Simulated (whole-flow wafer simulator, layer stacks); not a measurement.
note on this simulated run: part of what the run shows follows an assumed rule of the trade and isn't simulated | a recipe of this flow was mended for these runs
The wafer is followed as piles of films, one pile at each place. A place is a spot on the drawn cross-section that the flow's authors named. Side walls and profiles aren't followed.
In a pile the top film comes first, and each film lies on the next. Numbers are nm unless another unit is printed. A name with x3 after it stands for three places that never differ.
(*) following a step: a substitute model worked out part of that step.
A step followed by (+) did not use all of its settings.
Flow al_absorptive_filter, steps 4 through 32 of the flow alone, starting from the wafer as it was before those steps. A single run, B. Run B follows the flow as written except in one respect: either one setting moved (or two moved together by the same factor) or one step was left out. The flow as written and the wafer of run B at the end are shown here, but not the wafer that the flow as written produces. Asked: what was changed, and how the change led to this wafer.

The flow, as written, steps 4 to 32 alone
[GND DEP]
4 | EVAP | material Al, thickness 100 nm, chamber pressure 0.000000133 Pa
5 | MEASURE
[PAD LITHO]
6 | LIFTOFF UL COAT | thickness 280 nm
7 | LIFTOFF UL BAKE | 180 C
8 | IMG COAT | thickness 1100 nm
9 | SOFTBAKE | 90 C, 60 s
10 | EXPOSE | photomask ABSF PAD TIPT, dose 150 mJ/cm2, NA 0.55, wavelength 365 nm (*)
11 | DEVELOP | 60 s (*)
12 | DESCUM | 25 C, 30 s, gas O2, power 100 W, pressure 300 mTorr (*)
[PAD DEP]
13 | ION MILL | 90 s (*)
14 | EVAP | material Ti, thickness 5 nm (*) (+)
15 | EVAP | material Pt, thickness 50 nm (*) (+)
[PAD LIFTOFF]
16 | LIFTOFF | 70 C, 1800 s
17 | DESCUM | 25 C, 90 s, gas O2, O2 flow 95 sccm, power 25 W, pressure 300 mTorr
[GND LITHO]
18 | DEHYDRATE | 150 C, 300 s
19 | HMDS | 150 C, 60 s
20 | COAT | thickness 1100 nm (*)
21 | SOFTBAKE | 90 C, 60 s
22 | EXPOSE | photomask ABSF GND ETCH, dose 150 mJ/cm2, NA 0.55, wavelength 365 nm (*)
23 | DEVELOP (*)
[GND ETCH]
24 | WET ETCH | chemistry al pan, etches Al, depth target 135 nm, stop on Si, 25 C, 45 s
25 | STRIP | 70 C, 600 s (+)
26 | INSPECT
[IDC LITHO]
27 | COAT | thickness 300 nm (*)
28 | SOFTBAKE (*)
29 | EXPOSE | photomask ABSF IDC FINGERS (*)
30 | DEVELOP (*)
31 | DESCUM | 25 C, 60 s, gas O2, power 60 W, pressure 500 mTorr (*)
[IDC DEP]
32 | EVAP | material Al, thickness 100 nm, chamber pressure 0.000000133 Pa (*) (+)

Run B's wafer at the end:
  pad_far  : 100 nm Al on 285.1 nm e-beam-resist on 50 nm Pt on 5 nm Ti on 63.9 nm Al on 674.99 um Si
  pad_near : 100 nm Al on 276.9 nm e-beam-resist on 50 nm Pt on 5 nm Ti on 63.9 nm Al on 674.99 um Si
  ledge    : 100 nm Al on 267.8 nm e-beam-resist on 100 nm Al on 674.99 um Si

Cause: step 13, ION MILL: 68 s was run, though the flow has 90 s.

The path from the change to this, step by step:
  13 | ION MILL | 90 s (*)
      gnd, ledge, res, xa_field x4, xl_gap, xl_turn, idc_field x2, idc_line: -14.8 i-line-resist (it would be, as written: -19.6 i-line-resist)
      pad_far, pad_near: -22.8 Al (it would be, as written: -30.2 Al)
